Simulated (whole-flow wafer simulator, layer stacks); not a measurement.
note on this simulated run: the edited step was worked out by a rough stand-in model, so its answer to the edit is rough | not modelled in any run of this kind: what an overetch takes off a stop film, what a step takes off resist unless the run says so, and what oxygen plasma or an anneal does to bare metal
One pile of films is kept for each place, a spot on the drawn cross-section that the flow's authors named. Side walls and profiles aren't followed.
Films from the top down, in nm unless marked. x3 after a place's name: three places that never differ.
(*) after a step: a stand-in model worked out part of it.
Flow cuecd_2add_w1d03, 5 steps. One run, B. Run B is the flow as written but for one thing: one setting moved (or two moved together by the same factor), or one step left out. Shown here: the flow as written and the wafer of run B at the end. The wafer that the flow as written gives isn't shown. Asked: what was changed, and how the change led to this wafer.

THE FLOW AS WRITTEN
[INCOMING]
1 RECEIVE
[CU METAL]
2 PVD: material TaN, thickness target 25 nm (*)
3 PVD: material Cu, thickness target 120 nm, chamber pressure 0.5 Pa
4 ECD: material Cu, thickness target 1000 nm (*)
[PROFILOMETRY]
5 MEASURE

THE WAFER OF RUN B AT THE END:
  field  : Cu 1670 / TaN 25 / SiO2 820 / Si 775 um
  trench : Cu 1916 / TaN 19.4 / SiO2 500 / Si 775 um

The cause: step 4, ECD: thickness target 1550 nm was run, where the flow has thickness target 1000 nm.

How the change led to this, step by step:
  4 ECD: material Cu, thickness target 1000 nm (*)
      field: Cu +1550 (as written it would be: Cu +1000)
      trench: Cu +1822.6 (as written it would be: Cu +1226.8)
